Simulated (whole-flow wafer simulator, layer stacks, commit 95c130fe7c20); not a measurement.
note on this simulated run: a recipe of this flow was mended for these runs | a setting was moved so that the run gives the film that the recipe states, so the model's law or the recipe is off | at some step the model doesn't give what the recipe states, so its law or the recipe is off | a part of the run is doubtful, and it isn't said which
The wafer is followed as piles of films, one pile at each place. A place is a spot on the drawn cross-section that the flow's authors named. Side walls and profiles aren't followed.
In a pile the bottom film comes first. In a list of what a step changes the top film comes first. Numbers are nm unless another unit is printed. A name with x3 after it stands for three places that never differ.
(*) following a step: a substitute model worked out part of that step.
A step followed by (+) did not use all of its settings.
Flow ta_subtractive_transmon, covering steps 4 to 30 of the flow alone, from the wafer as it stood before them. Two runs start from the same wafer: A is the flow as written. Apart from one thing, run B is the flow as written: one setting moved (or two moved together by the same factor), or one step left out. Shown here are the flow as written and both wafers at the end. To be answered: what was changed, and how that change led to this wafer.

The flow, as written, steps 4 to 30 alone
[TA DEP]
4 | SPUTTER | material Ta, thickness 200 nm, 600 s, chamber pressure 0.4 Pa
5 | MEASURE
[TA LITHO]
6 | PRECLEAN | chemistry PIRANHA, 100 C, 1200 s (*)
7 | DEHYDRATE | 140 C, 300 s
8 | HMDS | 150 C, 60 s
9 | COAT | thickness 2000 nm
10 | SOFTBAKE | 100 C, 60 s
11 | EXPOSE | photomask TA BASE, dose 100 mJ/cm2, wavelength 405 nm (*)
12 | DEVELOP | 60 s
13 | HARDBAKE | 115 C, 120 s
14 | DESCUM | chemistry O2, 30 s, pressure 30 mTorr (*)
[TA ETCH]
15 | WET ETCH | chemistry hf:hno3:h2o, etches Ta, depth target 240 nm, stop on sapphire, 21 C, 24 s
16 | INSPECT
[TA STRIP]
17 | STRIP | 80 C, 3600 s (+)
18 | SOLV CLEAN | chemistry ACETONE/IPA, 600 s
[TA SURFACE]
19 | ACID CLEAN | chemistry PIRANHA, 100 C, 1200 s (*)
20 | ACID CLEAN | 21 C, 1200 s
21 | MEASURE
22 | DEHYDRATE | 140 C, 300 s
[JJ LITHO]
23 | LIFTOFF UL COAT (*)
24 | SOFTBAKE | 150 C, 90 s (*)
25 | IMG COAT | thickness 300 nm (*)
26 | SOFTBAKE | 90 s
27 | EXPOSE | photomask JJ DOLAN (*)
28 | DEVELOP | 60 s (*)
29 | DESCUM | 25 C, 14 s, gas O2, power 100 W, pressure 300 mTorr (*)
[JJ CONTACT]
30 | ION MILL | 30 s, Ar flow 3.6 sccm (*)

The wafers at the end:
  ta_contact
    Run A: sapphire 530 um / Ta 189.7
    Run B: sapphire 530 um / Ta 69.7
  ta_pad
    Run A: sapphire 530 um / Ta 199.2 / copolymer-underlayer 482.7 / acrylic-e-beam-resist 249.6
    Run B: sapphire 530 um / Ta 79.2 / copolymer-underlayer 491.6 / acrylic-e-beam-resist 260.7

What caused this: step 4, SPUTTER: thickness 80 nm was run, though the flow has thickness 200 nm; step 4, SPUTTER: 240 s was run, where the flow has 600 s.

The path from the change to this, step by step:
  4 | SPUTTER | material Ta, thickness 200 nm, 600 s, chamber pressure 0.4 Pa
      field x2, jj_line, lead, ta_contact, ta_pad: A Ta gains 200 (new film) | B Ta gains 80 (new film)
  15 | WET ETCH | chemistry hf:hno3:h2o, etches Ta, depth target 240 nm, stop on sapphire, 21 C, 24 s
      field x2, jj_line, lead: A Ta loses 199.7 (all of it) | B Ta loses 79.7 (all of it)
  23 | LIFTOFF UL COAT (*)
      lead: A copolymer-underlayer gains 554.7 (new film) | B copolymer-underlayer gains 522.7 (new film)
      ta_contact: A copolymer-underlayer gains 443.9 (new film) | B copolymer-underlayer gains 476.5 (new film)
  25 | IMG COAT | thickness 300 nm (*)
      lead: A acrylic-e-beam-resist gains 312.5 (new film) | B acrylic-e-beam-resist gains 304.9 (new film)
      ta_contact: A acrylic-e-beam-resist gains 287.5 (new film) | B acrylic-e-beam-resist gains 295.2 (new film)
      (as well as at 1 more place)
  28 | DEVELOP | 60 s (*)
      lead: A acrylic-e-beam-resist loses 312.5 (all of it), copolymer-underlayer loses 554.7 (all of it) | B acrylic-e-beam-resist loses 304.9 (all of it), copolymer-underlayer loses 522.7 (all of it)
      ta_contact: A acrylic-e-beam-resist loses 287.5 (all of it), copolymer-underlayer loses 443.9 (all of it) | B acrylic-e-beam-resist loses 295.2 (all of it), copolymer-underlayer loses 476.5 (all of it)
